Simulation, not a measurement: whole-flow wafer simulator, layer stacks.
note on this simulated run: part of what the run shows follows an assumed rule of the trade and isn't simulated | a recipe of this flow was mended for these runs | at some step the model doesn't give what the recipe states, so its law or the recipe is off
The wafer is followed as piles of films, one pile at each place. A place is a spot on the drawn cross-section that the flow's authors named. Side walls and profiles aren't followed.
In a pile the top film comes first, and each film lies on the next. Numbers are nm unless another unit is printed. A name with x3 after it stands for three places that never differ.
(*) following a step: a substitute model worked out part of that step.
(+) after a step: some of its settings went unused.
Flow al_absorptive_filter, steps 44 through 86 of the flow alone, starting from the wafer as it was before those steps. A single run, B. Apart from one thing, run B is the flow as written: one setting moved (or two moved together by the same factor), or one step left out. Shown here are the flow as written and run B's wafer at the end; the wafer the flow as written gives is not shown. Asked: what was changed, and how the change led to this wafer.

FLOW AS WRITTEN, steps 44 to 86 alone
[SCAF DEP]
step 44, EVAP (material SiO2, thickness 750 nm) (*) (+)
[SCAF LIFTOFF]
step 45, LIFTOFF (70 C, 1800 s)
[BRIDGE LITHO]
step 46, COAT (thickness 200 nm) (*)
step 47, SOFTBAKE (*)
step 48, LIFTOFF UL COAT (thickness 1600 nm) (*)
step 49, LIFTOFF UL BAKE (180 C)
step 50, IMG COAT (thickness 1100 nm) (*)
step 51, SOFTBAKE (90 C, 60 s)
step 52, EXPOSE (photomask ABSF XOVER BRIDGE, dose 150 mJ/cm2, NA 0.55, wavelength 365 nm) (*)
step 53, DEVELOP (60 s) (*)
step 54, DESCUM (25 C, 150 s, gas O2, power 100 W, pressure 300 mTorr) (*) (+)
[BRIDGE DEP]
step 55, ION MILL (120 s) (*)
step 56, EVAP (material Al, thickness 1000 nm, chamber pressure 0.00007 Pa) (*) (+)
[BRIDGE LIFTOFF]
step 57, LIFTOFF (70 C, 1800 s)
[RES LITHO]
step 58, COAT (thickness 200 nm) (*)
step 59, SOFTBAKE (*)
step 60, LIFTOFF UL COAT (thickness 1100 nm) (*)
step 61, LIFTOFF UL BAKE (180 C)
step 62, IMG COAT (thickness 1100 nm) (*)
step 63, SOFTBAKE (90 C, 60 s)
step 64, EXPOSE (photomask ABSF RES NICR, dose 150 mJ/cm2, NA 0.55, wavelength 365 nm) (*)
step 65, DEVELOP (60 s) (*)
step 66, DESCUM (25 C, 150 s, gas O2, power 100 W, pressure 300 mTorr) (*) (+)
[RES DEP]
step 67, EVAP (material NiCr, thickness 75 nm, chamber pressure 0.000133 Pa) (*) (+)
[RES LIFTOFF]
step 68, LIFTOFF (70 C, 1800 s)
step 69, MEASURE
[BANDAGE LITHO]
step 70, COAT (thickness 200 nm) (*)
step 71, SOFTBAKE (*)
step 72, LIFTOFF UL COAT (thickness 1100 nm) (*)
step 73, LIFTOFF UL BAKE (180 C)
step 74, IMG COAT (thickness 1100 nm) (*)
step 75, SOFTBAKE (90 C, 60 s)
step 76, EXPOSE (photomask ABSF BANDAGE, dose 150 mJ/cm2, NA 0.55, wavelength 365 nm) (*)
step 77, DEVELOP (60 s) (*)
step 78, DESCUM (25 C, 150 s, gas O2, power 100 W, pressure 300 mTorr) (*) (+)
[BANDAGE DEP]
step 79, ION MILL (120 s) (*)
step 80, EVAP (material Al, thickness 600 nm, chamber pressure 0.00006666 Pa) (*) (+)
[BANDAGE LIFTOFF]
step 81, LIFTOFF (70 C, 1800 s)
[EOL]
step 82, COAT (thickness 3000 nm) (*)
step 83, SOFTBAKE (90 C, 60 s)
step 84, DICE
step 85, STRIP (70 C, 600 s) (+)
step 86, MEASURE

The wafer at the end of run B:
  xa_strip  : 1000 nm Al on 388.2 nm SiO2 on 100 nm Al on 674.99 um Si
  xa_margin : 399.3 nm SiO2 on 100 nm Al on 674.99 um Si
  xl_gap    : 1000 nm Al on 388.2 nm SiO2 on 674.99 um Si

What caused this: step 44, EVAP: thickness 412.5 nm was run, whereas the flow has thickness 750 nm.

The path from the change to this, step by step:
  step 44, EVAP (material SiO2, thickness 750 nm) (*) (+)
      gnd, pad_far, pad_near and 10 more: +412.5 SiO2 (new film) (as written it would have been: +750 SiO2 (new film))
      xa_margin: +399.3 SiO2 (new film) (as written it would have been: +726 SiO2 (new film))
  step 45, LIFTOFF (70 C, 1800 s)
      gnd, xa_field, xl_land, idc_field: -412.5 SiO2 (all of it), -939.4 i-line-resist (all of it), -1100 lift-off-underlayer (all of it), -200 acrylic-e-beam-resist (all of it) (as written it would have been: -750 SiO2 (all of it), -939.4 i-line-resist (all of it), -1100 lift-off-underlayer (all of it), -200 acrylic-e-beam-resist (all of it))
      pad_far: -412.5 SiO2 (all of it), -937 i-line-resist (all of it), -1092.7 lift-off-underlayer (all of it), -198.5 acrylic-e-beam-resist (all of it) (as written it would have been: -750 SiO2 (all of it), -937 i-line-resist (all of it), -1092.7 lift-off-underlayer (all of it), -198.5 acrylic-e-beam-resist (all of it))
      (and at 5 other places as well)
  step 46, COAT (thickness 200 nm) (*)
      xa_margin: +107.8 acrylic-e-beam-resist (new film) (as written it would have been: +87.1 acrylic-e-beam-resist (new film))
      xa_strip: +178.4 acrylic-e-beam-resist (new film) (as written it would have been: +156.7 acrylic-e-beam-resist (new film))
      (and at 3 other places as well)
  step 48, LIFTOFF UL COAT (thickness 1600 nm) (*)
      xa_margin: +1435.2 lift-off-underlayer (new film) (as written it would have been: +1268 lift-off-underlayer (new film))
      xa_strip: +1373.7 lift-off-underlayer (new film) (as written it would have been: +1219 lift-off-underlayer (new film))
      (and at 3 other places as well)
  step 50, IMG COAT (thickness 1100 nm) (*)
      xa_margin: +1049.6 i-line-resist (new film) (as written it would have been: +995.2 i-line-resist (new film))
      xa_strip: +1032.5 i-line-resist (new film) (as written it would have been: +962 i-line-resist (new film))
      (and at 2 other places as well)
  step 51, SOFTBAKE (90 C, 60 s)
      xa_strip: -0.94 i-line-resist (as written it would have been: -1.93 i-line-resist)
      xl_turn: -0.85 i-line-resist (as written it would have been: -1.83 i-line-resist)
  step 53, DEVELOP (60 s) (*)
      xa_strip: -1031.6 i-line-resist (all of it), -1373.7 lift-off-underlayer (all of it) (as written it would have been: -960.1 i-line-resist (all of it), -1219 lift-off-underlayer (all of it))
      xl_land: -1108 i-line-resist (all of it), -1652.5 lift-off-underlayer (all of it) (as written it would have been: -1117.3 i-line-resist (all of it), -1706.9 lift-off-underlayer (all of it))
      (and at 2 other places as well)
  step 54, DESCUM (25 C, 150 s, gas O2, power 100 W, pressure 300 mTorr) (*) (+)
      gnd, pad_far, pad_near and 7 more: -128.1 i-line-resist (as written it would have been: -131.1 i-line-resist)
      xa_strip: -178.4 acrylic-e-beam-resist (all of it) (as written it would have been: -156.7 acrylic-e-beam-resist (all of it))
      (and at 3 other places as well)
  step 57, LIFTOFF (70 C, 1800 s)
      xa_margin: -1000 Al (all of it), -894 i-line-resist (all of it), -1435.2 lift-off-underlayer (all of it), -107.8 acrylic-e-beam-resist (all of it) (as written it would have been: -1000 Al (all of it), -836.1 i-line-resist (all of it), -1268 lift-off-underlayer (all of it), -87.1 acrylic-e-beam-resist (all of it))
  step 58, COAT (thickness 200 nm) (*)
      xa_margin: +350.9 acrylic-e-beam-resist (new film) (as written it would have been: +288.1 acrylic-e-beam-resist (new film))
      xa_strip: +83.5 acrylic-e-beam-resist (new film) (as written it would have been: +66.9 acrylic-e-beam-resist (new film))
      (and at 2 other places as well)
  step 60, LIFTOFF UL COAT (thickness 1100 nm) (*)
      xa_margin: +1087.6 lift-off-underlayer (new film) (as written it would have been: +1021 lift-off-underlayer (new film))
      xa_strip: +535.1 lift-off-underlayer (new film) (as written it would have been: +459.8 lift-off-underlayer (new film))
      (and at 2 other places as well)
  step 62, IMG COAT (thickness 1100 nm) (*)
      xa_margin: +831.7 i-line-resist (new film) (as written it would have been: +741.1 i-line-resist (new film))
      xa_strip: +701.1 i-line-resist (new film) (as written it would have been: +577.9 i-line-resist (new film))
      (and at 2 other places as well)
  step 63, SOFTBAKE (90 C, 60 s)
      xa_margin: -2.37 i-line-resist (as written it would have been: -3.13 i-line-resist)
      xl_gap: -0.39 i-line-resist (as written it would have been: -1.04 i-line-resist)
      (and at 1 other place as well)
  step 68, LIFTOFF (70 C, 1800 s)
      xa_margin: -75 NiCr (all of it), -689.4 i-line-resist (all of it), -1087.6 lift-off-underlayer (all of it), -350.9 acrylic-e-beam-resist (all of it) (as written it would have been: -75 NiCr (all of it), -598.1 i-line-resist (all of it), -1021 lift-off-underlayer (all of it), -288.1 acrylic-e-beam-resist (all of it))
      xa_strip: -75 NiCr (all of it), -556.6 i-line-resist (all of it), -535.1 lift-off-underlayer (all of it), -83.5 acrylic-e-beam-resist (all of it) (as written it would have been: -75 NiCr (all of it), -433.3 i-line-resist (all of it), -459.8 lift-off-underlayer (all of it), -66.9 acrylic-e-beam-resist (all of it))
      (and at 2 other places as well)
  step 70, COAT (thickness 200 nm) (*)
      xa_margin: +350.9 acrylic-e-beam-resist (new film) (as written it would have been: +288.1 acrylic-e-beam-resist (new film))
      xa_strip: +83.5 acrylic-e-beam-resist (new film) (as written it would have been: +66.9 acrylic-e-beam-resist (new film))
      (and at 2 other places as well)
  step 72, LIFTOFF UL COAT (thickness 1100 nm) (*)
      xa_margin: +1087.6 lift-off-underlayer (new film) (as written it would have been: +1021 lift-off-underlayer (new film))
      xa_strip: +535.1 lift-off-underlayer (new film) (as written it would have been: +459.8 lift-off-underlayer (new film))
      (and at 2 other places as well)
  ... 5 further steps ...
  step 85, STRIP (70 C, 600 s) (+)
      xa_margin: -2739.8 i-line-resist (all of it) (as written it would have been: -2469.3 i-line-resist (all of it))
      xa_strip: -1755.1 i-line-resist (all of it) (as written it would have been: -1477 i-line-resist (all of it))
      (and at 2 other places as well)
